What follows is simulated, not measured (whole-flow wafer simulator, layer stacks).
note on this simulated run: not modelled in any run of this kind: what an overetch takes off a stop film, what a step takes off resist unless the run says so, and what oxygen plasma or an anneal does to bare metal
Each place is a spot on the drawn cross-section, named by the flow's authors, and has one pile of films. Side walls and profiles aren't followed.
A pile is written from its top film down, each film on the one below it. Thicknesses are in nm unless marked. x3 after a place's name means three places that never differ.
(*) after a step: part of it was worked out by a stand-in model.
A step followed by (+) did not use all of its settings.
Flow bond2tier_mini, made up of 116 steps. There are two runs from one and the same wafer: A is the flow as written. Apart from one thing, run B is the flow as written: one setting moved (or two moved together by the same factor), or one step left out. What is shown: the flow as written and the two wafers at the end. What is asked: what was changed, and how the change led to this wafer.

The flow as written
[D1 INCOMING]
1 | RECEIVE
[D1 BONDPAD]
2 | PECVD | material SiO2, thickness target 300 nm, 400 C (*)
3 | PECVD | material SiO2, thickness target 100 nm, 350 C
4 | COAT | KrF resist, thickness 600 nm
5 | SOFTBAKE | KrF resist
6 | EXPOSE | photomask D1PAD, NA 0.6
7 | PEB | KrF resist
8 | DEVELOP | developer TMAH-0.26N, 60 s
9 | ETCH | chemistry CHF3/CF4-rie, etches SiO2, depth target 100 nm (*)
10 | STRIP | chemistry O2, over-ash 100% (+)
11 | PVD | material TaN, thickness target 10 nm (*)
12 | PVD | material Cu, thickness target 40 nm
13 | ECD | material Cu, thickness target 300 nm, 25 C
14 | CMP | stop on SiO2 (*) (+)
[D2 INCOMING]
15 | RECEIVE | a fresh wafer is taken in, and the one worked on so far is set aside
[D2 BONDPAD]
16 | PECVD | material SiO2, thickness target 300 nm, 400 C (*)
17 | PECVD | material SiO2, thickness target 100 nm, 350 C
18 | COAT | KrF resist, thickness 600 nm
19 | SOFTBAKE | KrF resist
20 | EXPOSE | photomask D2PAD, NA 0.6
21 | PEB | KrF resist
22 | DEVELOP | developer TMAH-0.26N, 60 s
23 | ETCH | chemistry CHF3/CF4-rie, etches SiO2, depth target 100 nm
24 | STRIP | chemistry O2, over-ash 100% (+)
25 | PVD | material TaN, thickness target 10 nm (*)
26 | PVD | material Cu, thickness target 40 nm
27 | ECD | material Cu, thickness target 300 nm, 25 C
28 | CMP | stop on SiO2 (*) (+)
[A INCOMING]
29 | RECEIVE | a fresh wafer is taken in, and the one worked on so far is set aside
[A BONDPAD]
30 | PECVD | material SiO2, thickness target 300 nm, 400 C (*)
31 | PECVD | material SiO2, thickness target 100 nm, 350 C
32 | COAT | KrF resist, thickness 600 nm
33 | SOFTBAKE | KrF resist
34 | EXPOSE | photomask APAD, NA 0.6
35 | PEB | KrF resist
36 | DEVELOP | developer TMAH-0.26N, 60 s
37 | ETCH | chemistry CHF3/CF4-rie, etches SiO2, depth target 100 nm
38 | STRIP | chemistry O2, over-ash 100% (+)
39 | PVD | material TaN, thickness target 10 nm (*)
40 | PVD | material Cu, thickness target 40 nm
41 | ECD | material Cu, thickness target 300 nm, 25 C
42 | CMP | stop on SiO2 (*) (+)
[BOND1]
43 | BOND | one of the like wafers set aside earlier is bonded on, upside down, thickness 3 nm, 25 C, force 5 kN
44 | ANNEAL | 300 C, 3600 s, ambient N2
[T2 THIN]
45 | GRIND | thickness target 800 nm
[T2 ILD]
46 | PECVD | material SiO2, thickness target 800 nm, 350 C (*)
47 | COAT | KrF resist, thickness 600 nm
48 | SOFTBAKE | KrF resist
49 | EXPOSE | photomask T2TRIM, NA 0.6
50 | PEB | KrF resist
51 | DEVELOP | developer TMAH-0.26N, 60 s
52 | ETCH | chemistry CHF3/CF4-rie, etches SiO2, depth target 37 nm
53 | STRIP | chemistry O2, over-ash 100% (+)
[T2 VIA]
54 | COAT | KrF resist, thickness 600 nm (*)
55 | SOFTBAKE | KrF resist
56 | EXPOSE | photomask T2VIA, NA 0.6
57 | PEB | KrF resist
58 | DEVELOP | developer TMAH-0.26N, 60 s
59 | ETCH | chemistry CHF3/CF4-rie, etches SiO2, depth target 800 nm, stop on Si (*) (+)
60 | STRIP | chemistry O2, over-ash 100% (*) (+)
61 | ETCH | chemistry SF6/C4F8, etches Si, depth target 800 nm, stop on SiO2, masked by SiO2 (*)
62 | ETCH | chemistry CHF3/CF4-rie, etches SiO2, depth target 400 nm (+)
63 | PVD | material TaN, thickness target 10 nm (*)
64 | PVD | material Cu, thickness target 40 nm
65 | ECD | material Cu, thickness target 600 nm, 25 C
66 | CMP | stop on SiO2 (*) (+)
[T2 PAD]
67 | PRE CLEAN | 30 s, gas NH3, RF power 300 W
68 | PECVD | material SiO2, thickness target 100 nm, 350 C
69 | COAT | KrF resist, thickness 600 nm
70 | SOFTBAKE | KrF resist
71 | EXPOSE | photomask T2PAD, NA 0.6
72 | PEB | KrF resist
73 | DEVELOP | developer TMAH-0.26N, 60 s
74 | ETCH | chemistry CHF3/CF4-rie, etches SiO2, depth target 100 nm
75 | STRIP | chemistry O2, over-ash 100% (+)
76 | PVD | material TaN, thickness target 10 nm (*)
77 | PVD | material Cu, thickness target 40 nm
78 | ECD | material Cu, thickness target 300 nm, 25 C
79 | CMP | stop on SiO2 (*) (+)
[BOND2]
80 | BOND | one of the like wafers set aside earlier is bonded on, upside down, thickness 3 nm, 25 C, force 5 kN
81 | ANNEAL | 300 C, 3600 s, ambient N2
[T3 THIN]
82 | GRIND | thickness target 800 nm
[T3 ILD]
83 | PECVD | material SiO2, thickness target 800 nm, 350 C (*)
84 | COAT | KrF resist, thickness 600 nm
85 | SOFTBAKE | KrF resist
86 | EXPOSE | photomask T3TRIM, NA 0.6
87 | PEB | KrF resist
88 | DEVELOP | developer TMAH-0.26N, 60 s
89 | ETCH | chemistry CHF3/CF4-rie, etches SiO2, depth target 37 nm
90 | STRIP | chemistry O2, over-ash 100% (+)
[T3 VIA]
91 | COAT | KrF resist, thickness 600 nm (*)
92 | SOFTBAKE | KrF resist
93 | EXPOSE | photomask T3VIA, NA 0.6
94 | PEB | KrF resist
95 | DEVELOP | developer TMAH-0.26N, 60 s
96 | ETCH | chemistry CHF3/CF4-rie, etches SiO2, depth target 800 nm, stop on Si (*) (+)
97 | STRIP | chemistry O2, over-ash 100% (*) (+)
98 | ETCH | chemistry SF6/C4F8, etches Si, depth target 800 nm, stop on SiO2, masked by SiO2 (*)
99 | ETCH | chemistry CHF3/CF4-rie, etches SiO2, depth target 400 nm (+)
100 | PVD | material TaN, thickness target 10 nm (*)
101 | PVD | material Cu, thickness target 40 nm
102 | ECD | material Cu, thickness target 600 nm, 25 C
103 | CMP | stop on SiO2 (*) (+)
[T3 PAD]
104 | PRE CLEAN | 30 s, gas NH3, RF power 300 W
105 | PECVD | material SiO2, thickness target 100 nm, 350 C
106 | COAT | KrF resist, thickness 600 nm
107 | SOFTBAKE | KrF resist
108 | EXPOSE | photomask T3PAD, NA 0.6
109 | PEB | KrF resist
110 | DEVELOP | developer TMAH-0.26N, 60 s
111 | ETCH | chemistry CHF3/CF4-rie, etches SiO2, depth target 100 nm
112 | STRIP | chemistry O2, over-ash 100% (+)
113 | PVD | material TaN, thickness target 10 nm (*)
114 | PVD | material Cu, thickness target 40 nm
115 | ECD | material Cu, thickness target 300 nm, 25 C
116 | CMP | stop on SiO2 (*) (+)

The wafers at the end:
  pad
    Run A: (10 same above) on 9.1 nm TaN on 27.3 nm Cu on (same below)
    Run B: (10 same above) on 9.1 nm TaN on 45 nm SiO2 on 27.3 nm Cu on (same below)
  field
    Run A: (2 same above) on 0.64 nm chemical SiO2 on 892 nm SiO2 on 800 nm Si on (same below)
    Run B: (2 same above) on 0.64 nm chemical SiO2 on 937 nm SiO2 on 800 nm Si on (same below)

Cause: step 68, PECVD: thickness target 145 nm was run, while the flow as written has thickness target 100 nm.

The path from the change to this, step by step:
  68 | PECVD | material SiO2, thickness target 100 nm, 350 C
      field: A SiO2 gains 100 | B SiO2 gains 145
      pad: A SiO2 gains 100 (new film) | B SiO2 gains 145 (new film)
  74 | ETCH | chemistry CHF3/CF4-rie, etches SiO2, depth target 100 nm
      pad: A SiO2 loses 100 (all of it) | B SiO2 loses 100
Taking metal films that touch as one body, pad has 4 bodies (between them, from the top down: SiO2 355 / Si 800 / chemical SiO2 0.64 / SiO2 300; SiO2 45; SiO2 355 / Si 800 / chemical SiO2 0.64 / SiO2 300); the flow as written gives 3 bodies (between them, from the top down: SiO2 355 / Si 800 / chemical SiO2 0.64 / SiO2 300; SiO2 355 / Si 800 / chemical SiO2 0.64 / SiO2 300).
